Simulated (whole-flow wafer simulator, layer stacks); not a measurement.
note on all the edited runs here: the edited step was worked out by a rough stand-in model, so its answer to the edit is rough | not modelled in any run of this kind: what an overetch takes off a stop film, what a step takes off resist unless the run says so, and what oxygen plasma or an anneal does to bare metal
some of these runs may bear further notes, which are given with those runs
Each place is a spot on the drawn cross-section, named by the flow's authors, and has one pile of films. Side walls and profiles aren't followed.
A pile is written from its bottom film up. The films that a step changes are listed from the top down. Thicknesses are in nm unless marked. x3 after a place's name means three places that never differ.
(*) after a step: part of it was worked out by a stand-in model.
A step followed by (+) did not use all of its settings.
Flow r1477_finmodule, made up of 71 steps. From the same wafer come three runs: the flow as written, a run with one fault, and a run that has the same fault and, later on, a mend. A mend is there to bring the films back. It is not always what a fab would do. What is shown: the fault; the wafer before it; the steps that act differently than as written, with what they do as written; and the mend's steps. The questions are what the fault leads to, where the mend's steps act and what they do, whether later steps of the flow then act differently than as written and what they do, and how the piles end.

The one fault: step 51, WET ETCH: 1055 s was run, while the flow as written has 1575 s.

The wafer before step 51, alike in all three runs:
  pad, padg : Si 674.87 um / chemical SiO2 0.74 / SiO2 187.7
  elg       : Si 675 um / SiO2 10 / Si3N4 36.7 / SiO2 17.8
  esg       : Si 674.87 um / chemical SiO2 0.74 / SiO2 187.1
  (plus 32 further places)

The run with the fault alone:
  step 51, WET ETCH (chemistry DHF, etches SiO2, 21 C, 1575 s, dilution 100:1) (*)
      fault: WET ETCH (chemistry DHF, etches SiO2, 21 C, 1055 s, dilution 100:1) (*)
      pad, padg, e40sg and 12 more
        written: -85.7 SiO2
        fault: -57.4 SiO2
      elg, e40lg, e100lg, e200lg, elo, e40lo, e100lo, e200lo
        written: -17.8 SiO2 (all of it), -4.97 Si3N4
        fault: -17.8 SiO2 (all of it), -2.85 Si3N4
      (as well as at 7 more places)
  Steps later in the flow that act otherwise than as written (1 other step is not shown; it differs only slightly, by no more than 2% or 0.5 nm, whichever is larger):
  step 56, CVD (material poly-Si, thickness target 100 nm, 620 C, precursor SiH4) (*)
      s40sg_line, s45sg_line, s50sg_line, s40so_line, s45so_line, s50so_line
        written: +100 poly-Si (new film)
        fault: +105.5 poly-Si (new film)
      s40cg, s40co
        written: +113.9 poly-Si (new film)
        fault: +100 poly-Si (new film)
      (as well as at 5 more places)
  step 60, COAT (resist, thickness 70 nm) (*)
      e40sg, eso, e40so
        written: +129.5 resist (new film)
        fault: +104.6 resist (new film)
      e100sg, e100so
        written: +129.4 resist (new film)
        fault: +104.6 resist (new film)
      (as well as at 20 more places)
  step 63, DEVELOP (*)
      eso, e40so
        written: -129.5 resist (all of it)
        fault: -104.6 resist (all of it)
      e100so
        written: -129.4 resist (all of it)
        fault: -104.6 resist (all of it)
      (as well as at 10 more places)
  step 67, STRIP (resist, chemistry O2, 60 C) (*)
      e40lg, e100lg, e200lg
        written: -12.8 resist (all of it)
        fault: -14.1 resist (all of it)
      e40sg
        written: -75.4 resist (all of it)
        fault: -50.5 resist (all of it)
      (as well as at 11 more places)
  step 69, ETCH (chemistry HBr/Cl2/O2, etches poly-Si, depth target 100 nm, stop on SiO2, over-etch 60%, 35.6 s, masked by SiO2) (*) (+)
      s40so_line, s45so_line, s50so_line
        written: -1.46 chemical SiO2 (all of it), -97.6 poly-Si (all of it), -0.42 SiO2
        fault: -1.32 chemical SiO2 (all of it), -103.1 poly-Si (all of it), -0.28 SiO2
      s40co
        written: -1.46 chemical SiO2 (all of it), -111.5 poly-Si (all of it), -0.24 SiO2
        fault: -1.32 chemical SiO2 (all of it), -97.6 poly-Si (all of it), -0.42 SiO2
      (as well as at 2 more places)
  By the end, the piles at pad, padg, elg and 30 more depart from the flow's by more than 2% or 0.5 nm, whichever is larger.
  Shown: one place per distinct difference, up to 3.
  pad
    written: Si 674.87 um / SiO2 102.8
    fault: Si 674.87 um / SiO2 131.1
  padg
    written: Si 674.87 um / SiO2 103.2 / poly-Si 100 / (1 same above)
    fault: Si 674.87 um / SiO2 131.5 / poly-Si 100 / (1 same above)
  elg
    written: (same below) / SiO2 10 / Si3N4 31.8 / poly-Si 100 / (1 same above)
    fault: (same below) / SiO2 10 / Si3N4 33.9 / poly-Si 100 / (1 same above)

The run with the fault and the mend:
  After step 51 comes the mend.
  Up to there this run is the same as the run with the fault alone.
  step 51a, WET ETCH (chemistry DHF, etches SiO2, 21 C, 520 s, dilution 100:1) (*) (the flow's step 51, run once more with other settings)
      pad, padg, e40sg and 12 more
        -28.3 SiO2
      elg, e40lg, e100lg, e200lg, elo, e40lo, e100lo, e200lo
        -2.2 Si3N4
      esg, s40cg, s45cg, s50cg, s40co, s45co, s50co
        -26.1 SiO2
  Every later step of the flow that is run acts as written, at every place that is followed, to within 2% or 0.5 nm, whichever is larger.
  At the end the piles are close to the flow's at the places that both follow, differing by at most 2% or 0.5 nm, whichever is larger.
